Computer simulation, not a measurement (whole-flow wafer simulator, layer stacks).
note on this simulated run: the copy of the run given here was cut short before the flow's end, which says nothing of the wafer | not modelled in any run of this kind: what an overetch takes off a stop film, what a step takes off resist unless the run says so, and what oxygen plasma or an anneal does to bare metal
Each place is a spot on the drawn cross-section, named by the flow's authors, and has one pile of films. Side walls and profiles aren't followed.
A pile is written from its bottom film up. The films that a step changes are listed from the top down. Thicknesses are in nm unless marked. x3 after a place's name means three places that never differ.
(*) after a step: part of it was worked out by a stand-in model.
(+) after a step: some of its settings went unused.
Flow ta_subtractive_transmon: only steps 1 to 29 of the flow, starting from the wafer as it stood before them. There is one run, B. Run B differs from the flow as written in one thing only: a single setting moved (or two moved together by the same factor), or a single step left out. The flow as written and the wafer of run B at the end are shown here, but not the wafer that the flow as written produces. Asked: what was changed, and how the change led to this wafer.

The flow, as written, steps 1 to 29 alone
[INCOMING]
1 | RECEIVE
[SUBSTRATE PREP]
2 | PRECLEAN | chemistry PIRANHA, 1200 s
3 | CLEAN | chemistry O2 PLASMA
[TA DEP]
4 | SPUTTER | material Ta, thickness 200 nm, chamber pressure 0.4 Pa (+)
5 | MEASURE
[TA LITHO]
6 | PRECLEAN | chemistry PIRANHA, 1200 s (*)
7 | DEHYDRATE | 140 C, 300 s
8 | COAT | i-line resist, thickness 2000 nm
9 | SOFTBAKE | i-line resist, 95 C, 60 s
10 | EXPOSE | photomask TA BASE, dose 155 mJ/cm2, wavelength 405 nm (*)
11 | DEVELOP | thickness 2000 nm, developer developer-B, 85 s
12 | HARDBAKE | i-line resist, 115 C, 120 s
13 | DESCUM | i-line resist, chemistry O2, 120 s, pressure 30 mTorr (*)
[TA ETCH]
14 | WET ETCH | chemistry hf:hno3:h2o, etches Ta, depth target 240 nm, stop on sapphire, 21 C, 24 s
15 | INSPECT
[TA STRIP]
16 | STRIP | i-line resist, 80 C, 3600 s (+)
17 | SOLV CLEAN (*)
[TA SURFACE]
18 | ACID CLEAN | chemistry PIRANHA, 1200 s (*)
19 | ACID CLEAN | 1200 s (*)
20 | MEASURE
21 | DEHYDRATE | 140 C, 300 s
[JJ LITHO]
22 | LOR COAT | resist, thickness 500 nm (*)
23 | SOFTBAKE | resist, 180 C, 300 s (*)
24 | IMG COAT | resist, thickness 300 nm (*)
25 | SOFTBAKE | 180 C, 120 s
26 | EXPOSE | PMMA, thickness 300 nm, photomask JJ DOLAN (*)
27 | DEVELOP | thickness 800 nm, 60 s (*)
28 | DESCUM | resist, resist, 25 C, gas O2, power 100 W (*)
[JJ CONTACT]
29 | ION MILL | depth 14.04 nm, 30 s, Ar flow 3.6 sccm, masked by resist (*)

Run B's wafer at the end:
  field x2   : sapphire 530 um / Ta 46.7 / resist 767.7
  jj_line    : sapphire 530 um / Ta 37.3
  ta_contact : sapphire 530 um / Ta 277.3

Cause: step 4, SPUTTER: thickness 287 nm was run, though the flow has thickness 200 nm.

Step by step, how the change led to this:
  4 | SPUTTER | material Ta, thickness 200 nm, chamber pressure 0.4 Pa (+)
      field x2, jj_line, lead, ta_contact, ta_pad: +287 Ta (new film) (as written it would have been: +200 Ta (new film))
  14 | WET ETCH | chemistry hf:hno3:h2o, etches Ta, depth target 240 nm, stop on sapphire, 21 C, 24 s
      field x2, jj_line, lead: -240 Ta (as written it would have been: -200 Ta (all of it))
  22 | LOR COAT | resist, thickness 500 nm (*)
      ta_contact: +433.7 resist (new film) (as written it would have been: +443.8 resist (new film))
  29 | ION MILL | depth 14.04 nm, 30 s, Ar flow 3.6 sccm, masked by resist (*)
      jj_line, lead: -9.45 Ta (as written it would have been: -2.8 sapphire)
With metal films that touch counted as one body, field x2 has 1 body; the flow as written gives 0 bodies.
With metal films that touch counted as one body, jj_line has 1 body; the flow as written gives 0 bodies.
